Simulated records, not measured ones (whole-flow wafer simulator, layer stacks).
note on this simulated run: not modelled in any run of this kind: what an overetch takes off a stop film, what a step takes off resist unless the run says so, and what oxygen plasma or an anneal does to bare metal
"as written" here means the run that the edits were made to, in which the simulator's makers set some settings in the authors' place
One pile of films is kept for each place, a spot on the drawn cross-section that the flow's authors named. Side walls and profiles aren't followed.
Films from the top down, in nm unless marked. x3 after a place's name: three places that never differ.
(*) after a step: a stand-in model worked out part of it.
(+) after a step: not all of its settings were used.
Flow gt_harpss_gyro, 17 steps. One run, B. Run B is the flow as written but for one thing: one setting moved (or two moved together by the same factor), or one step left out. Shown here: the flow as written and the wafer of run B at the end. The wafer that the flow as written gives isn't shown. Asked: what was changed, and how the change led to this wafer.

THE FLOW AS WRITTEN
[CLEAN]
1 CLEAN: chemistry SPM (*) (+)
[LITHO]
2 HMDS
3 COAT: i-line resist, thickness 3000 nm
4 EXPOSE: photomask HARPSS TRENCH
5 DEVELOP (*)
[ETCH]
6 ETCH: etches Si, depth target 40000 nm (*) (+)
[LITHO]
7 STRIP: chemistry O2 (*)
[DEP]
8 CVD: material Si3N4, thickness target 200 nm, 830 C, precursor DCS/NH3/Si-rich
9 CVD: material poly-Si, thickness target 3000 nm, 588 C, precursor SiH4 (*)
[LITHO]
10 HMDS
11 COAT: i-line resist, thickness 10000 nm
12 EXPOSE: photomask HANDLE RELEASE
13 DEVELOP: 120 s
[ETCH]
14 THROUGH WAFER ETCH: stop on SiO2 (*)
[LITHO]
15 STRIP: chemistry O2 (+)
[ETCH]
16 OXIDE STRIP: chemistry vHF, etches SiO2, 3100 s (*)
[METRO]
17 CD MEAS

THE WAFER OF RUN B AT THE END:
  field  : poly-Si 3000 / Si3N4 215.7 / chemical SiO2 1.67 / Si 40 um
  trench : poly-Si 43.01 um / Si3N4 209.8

The cause: step 8, CVD: 843 C was run, where the flow has 830 C.

How the change led to this, step by step:
  8 CVD: material Si3N4, thickness target 200 nm, 830 C, precursor DCS/NH3/Si-rich
      field: Si3N4 +215.7 (new film) (as written it would be: Si3N4 +200 (new film))
      trench: Si3N4 +209.8 (new film) (as written it would be: Si3N4 +195.9 (new film))
